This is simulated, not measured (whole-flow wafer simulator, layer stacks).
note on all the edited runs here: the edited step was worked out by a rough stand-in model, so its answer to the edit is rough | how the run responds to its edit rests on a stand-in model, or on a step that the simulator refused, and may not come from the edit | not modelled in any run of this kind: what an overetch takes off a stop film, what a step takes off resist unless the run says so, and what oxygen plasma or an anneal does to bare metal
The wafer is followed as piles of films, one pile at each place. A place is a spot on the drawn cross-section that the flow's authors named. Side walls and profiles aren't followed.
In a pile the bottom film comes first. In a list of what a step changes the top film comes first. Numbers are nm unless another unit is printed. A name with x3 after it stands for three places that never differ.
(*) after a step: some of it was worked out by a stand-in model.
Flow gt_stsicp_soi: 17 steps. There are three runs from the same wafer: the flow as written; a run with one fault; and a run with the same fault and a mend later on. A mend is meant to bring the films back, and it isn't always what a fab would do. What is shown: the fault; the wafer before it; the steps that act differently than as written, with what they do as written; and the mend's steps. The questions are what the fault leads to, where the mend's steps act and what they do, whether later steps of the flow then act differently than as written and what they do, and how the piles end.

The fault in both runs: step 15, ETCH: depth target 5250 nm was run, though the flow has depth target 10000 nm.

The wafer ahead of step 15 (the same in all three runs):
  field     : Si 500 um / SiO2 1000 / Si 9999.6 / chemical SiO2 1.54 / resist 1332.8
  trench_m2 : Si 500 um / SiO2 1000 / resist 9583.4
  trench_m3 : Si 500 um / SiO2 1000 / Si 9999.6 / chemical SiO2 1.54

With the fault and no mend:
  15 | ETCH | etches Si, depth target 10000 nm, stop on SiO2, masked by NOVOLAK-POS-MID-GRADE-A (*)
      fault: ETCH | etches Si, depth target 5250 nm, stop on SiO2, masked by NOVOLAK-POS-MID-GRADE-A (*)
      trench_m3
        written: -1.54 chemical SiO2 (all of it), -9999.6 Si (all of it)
        fault: -1.54 chemical SiO2 (all of it), -5250 Si
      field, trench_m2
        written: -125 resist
        fault: -65.6 resist
  Steps later in the flow that act otherwise than as written:
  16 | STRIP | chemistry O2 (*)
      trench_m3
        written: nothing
        fault: +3 chemical SiO2 (new film), -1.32 Si
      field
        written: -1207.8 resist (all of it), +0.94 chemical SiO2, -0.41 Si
        fault: -1267.1 resist (all of it), +0.94 chemical SiO2, -0.42 Si
  The piles end different from the flow's at trench_m3 by more than 2% or 0.5 nm, whichever is larger.
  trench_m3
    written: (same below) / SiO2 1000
    fault: (same below) / SiO2 1000 / Si 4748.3 / chemical SiO2 3

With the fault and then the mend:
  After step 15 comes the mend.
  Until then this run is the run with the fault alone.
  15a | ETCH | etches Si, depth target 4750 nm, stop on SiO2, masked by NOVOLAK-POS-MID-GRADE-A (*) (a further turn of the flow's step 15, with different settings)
      field, trench_m2
        -59.4 resist
      trench_m3
        -4749.6 Si (all of it)
  Every later step of the flow that is run acts as written at every place that is followed.
  The piles end the same as the flow's at every place that both follow.
